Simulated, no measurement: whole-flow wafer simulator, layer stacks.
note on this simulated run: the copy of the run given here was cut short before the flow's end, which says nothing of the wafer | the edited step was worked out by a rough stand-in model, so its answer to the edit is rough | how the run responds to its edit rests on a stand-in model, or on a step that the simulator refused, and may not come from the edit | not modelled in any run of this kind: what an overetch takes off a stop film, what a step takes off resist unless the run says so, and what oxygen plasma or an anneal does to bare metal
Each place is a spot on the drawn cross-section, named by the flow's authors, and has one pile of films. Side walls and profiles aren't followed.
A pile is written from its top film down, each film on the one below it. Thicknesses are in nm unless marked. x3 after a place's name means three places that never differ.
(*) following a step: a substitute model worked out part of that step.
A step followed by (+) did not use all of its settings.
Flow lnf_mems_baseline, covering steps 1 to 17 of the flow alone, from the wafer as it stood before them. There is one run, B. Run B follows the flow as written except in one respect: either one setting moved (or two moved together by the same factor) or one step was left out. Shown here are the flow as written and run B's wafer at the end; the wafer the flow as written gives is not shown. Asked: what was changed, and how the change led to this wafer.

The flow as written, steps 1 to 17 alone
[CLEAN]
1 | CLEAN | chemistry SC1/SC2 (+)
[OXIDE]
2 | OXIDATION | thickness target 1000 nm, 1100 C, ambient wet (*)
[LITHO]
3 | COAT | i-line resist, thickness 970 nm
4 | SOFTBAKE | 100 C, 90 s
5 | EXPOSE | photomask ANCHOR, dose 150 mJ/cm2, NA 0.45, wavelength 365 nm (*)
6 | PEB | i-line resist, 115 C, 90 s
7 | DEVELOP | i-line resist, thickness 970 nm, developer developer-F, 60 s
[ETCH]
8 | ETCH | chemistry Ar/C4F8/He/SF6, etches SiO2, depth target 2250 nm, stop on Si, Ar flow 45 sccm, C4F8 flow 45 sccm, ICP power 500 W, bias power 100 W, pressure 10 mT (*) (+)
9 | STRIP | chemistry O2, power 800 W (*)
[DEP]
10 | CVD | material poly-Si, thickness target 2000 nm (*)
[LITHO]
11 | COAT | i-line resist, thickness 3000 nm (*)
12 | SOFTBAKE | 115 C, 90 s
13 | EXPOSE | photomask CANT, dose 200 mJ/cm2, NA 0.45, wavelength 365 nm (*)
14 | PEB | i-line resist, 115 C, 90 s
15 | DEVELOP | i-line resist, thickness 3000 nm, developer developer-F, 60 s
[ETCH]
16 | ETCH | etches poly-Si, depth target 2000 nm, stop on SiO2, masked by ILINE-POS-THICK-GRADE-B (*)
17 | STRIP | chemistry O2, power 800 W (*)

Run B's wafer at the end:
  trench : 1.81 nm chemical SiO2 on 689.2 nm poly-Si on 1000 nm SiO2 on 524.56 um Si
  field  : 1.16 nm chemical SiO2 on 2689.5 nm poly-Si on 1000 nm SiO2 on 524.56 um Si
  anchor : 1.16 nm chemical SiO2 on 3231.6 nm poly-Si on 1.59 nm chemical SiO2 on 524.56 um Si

Cause: step 10, CVD: thickness target 2690 nm was run, though the flow has thickness target 2000 nm.

The path from the change to this, step by step:
  10 | CVD | material poly-Si, thickness target 2000 nm (*)
      field, beam, trench, char_slit: poly-Si gains 2690 (new film) (it would be, as written: poly-Si gains 2000 (new film))
      anchor: poly-Si gains 3232.1 (new film) (it would be, as written: poly-Si gains 2322 (new film))
  11 | COAT | i-line resist, thickness 3000 nm (*)
      anchor: i-line resist gains 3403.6 (new film) (it would be, as written: i-line resist gains 3611.6 (new film))
  12 | SOFTBAKE | 115 C, 90 s
      field: i-line resist loses 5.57 (it would be, as written: i-line resist loses 6.66)
      anchor: i-line resist gains 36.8 (it would be, as written: i-line resist gains 45.4)
      (also at 2 further places)
  14 | PEB | i-line resist, 115 C, 90 s
      anchor: i-line resist loses 42.3 (it would be, as written: i-line resist loses 46.1)
  16 | ETCH | etches poly-Si, depth target 2000 nm, stop on SiO2, masked by ILINE-POS-THICK-GRADE-B (*)
      trench, char_slit: poly-Si loses 2000 (it would be, as written: poly-Si loses 2000 (all of it))
  17 | STRIP | chemistry O2, power 800 W (*)
      trench, char_slit: chemical SiO2 gains 1.81 (new film), poly-Si loses 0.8 (it would be, as written: nothing)
      anchor: chemical SiO2 gains 1.16 (new film), i-line resist loses 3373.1 (all of it), poly-Si loses 0.51 (it would be, as written: chemical SiO2 gains 1.17 (new film), i-line resist loses 3585.8 (all of it), poly-Si loses 0.52)
